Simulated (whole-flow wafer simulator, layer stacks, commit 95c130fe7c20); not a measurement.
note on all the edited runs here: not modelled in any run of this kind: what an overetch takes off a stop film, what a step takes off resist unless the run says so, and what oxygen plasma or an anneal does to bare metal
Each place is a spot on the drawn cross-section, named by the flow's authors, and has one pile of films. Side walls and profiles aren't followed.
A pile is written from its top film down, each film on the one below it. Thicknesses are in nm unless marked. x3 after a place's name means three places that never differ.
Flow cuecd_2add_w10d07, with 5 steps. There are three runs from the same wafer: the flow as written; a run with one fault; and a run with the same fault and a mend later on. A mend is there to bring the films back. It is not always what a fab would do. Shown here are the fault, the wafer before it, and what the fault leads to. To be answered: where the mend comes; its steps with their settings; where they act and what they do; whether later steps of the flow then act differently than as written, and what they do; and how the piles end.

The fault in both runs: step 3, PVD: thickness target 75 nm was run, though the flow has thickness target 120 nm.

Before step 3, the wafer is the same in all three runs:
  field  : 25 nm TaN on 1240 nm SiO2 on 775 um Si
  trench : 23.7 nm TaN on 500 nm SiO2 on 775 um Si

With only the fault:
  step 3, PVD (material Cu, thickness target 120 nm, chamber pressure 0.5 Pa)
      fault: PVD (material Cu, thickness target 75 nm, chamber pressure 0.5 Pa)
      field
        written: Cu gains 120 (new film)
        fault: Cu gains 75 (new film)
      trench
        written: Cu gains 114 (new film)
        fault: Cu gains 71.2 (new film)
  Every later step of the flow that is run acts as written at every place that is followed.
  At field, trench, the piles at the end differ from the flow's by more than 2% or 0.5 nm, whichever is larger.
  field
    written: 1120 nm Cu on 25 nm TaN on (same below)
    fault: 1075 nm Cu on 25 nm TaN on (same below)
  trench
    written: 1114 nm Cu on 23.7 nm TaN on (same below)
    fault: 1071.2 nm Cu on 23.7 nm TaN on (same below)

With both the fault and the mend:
  The mend stands after step 3.
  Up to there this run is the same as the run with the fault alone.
  step 3a, PVD (material Cu, thickness target 45 nm, chamber pressure 0.5 Pa) (the flow's step 3 again, with other settings)
      field
        Cu gains 45
      trench
        Cu gains 42.6
  Every later step of the flow that is run acts as written at every place that is followed.
  The piles end only slightly different from the flow's at the places that both follow, by no more than 2% or 0.5 nm, whichever is larger.
